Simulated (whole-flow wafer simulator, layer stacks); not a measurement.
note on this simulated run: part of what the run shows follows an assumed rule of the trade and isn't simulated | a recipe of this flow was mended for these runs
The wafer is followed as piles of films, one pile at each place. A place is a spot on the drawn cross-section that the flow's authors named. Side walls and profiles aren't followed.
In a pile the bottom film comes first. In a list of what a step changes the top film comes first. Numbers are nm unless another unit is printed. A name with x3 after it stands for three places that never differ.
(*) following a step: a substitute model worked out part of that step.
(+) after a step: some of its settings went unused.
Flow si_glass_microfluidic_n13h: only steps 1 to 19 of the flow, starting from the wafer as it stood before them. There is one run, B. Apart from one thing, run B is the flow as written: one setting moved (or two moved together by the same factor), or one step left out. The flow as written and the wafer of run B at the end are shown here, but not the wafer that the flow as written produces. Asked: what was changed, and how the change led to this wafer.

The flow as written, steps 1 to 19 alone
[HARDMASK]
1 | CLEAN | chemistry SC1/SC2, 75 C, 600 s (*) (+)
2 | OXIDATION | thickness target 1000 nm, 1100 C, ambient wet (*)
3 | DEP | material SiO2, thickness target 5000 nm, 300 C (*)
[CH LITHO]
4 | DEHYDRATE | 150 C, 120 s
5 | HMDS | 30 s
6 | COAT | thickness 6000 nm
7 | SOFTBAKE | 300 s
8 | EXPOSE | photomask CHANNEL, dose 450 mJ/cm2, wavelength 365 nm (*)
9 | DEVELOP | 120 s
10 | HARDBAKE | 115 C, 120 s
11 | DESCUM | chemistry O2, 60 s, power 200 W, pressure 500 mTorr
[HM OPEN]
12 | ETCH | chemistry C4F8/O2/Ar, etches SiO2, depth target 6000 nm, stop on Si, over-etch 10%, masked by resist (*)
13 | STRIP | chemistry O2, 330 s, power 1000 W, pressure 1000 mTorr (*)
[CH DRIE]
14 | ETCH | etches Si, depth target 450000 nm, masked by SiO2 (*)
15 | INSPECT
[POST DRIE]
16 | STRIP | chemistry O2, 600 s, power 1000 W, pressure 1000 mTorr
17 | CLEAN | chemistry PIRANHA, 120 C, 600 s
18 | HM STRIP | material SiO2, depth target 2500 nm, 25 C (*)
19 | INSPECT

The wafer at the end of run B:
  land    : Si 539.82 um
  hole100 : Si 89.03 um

The reason: step 2, OXIDATION: thickness target 400 nm was run, whereas the flow has thickness target 1000 nm.

The path from the change to this, step by step:
  2 | OXIDATION | thickness target 1000 nm, 1100 C, ambient wet (*)
      land, hole100: +400 SiO2 (new film), -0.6 chemical SiO2 (all of it), -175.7 Si (as written it would have been: +1000 SiO2 (new film), -0.6 chemical SiO2 (all of it), -439.7 Si)
  12 | ETCH | chemistry C4F8/O2/Ar, etches SiO2, depth target 6000 nm, stop on Si, over-etch 10%, masked by resist (*)
      land: -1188 thick-i-line-resist (as written it would have been: -1320 thick-i-line-resist)
      hole100: -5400 SiO2 (all of it), -150 Si (as written it would have been: -6000 SiO2 (all of it), -75 Si)
  13 | STRIP | chemistry O2, 330 s, power 1000 W, pressure 1000 mTorr (*)
      land: -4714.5 thick-i-line-resist (all of it) (as written it would have been: -4582.5 thick-i-line-resist (all of it))
  18 | HM STRIP | material SiO2, depth target 2500 nm, 25 C (*)
      land: -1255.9 SiO2 (all of it) (as written it would have been: -1854.4 SiO2 (all of it))
